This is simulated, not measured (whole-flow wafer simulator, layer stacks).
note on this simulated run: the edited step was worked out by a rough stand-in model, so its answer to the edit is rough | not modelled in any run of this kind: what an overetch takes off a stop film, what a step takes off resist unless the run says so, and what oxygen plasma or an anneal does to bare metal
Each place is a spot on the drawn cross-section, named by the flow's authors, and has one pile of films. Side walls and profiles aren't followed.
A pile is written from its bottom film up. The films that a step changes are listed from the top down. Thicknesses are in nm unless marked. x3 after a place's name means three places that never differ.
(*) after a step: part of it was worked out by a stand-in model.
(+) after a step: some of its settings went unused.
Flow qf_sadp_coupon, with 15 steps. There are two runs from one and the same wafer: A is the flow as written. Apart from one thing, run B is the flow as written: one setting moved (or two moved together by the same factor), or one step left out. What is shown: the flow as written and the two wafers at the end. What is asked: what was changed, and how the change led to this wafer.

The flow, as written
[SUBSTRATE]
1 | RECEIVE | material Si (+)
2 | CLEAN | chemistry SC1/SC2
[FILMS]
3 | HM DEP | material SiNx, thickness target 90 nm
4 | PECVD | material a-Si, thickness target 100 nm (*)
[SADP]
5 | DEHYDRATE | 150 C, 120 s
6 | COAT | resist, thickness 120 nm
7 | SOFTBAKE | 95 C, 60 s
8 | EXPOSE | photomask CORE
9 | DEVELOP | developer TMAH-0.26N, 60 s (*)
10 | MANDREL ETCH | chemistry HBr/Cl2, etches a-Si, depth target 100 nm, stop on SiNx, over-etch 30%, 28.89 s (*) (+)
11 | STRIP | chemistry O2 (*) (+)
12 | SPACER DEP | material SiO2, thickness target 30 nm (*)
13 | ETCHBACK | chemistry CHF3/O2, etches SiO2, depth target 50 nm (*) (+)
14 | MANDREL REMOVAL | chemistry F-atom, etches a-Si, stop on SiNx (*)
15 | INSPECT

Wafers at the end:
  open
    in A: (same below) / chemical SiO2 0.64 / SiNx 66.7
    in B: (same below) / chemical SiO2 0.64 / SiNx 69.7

The reason: step 4, PECVD: thickness target 121.5 nm was run, while the flow as written has thickness target 100 nm.

How this came from the change, step by step:
  4 | PECVD | material a-Si, thickness target 100 nm (*)
      m, open: A +100 a-Si (new film) | B +121.5 a-Si (new film)
  10 | MANDREL ETCH | chemistry HBr/Cl2, etches a-Si, depth target 100 nm, stop on SiNx, over-etch 30%, 28.89 s (*) (+)
      open: A -100 a-Si (all of it), -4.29 SiNx | B -121.5 a-Si (all of it), -1.21 SiNx
  14 | MANDREL REMOVAL | chemistry F-atom, etches a-Si, stop on SiNx (*)
      m: A -95.8 a-Si (all of it) | B -117.3 a-Si (all of it)
